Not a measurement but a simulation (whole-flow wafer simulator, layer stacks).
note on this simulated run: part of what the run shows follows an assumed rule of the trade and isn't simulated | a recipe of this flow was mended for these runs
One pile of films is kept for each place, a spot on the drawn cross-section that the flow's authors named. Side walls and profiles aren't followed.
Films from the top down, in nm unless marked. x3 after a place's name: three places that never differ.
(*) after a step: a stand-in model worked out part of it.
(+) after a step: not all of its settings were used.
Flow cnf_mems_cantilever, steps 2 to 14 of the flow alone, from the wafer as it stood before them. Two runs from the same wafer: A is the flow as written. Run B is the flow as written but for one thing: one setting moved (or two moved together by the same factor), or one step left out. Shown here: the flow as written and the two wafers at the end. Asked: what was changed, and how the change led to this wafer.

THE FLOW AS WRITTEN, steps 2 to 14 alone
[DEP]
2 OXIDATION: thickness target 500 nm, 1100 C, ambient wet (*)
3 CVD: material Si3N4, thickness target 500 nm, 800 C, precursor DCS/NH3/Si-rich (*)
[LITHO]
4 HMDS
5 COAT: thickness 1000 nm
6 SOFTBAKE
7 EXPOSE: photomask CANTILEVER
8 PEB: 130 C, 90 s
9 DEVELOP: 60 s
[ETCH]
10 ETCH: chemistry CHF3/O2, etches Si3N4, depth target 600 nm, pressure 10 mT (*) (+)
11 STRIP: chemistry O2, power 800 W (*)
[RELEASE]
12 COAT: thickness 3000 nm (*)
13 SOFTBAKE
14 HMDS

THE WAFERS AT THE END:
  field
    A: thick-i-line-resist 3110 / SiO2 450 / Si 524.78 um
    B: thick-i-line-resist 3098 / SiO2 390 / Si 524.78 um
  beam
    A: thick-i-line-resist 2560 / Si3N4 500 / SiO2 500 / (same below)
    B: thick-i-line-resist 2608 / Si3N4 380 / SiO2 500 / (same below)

The cause: step 3, CVD: thickness target 380 nm was run, where the flow has thickness target 500 nm.
It can be read off the wafer: beam has Si3N4 380, and step 3 as written asks for 500 nm.

How the change led to this, step by step:
  3 CVD: material Si3N4, thickness target 500 nm, 800 C, precursor DCS/NH3/Si-rich (*)
      field, beam: A Si3N4 +500 (new film) | B Si3N4 +380 (new film)
  10 ETCH: chemistry CHF3/O2, etches Si3N4, depth target 600 nm, pressure 10 mT (*) (+)
      field: A Si3N4 -500 (all of it), SiO2 -50 | B Si3N4 -380 (all of it), SiO2 -110
  13 SOFTBAKE
      field: A thick-i-line-resist +11.9 | B thick-i-line-resist +10.4
      beam: A thick-i-line-resist -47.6 | B thick-i-line-resist -41.5
